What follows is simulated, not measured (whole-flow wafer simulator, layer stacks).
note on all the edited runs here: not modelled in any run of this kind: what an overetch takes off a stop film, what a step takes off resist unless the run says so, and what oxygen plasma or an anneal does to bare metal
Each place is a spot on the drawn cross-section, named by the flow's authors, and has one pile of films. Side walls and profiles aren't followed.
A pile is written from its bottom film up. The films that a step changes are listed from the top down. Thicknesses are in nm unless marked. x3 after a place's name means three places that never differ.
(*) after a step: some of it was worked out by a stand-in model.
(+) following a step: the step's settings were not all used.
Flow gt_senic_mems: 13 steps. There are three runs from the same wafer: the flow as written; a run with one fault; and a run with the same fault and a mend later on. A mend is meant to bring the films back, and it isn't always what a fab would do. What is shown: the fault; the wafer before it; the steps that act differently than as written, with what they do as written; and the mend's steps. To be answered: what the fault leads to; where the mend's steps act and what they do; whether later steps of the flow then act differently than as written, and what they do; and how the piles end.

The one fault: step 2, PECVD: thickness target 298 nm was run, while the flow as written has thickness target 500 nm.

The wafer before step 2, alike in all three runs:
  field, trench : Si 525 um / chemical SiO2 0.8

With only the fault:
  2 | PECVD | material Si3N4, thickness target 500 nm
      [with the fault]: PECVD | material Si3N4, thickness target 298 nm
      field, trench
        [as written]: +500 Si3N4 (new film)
        [with the fault]: +298 Si3N4 (new film)
  Steps later in the flow that act otherwise than as written (not shown: 2 more steps that differ only slightly, by at most 2% or 0.5 nm, whichever is larger):
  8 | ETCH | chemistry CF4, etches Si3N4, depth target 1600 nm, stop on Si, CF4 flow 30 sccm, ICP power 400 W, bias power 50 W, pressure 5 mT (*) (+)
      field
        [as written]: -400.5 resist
        [with the fault]: -265.9 resist
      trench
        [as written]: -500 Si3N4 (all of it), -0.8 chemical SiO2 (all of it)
        [with the fault]: -298 Si3N4 (all of it), -0.8 chemical SiO2 (all of it)
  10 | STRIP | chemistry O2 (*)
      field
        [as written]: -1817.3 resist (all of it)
        [with the fault]: -1952 resist (all of it)
  At field, the piles at the end differ from the flow's by more than 2% or 0.5 nm, whichever is larger.
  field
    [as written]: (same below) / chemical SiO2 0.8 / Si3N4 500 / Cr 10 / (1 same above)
    [with the fault]: (same below) / chemical SiO2 0.8 / Si3N4 298 / Cr 10 / (1 same above)

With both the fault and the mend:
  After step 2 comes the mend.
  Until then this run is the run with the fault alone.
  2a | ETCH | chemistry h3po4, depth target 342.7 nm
      field, trench
        -298 Si3N4 (all of it)
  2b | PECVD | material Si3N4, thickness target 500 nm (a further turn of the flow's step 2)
      field, trench
        +500 Si3N4 (new film)
  Later steps of the flow that are run all act as written at every place that is followed.
  By the end, the piles equal the flow's at every place that both follow.
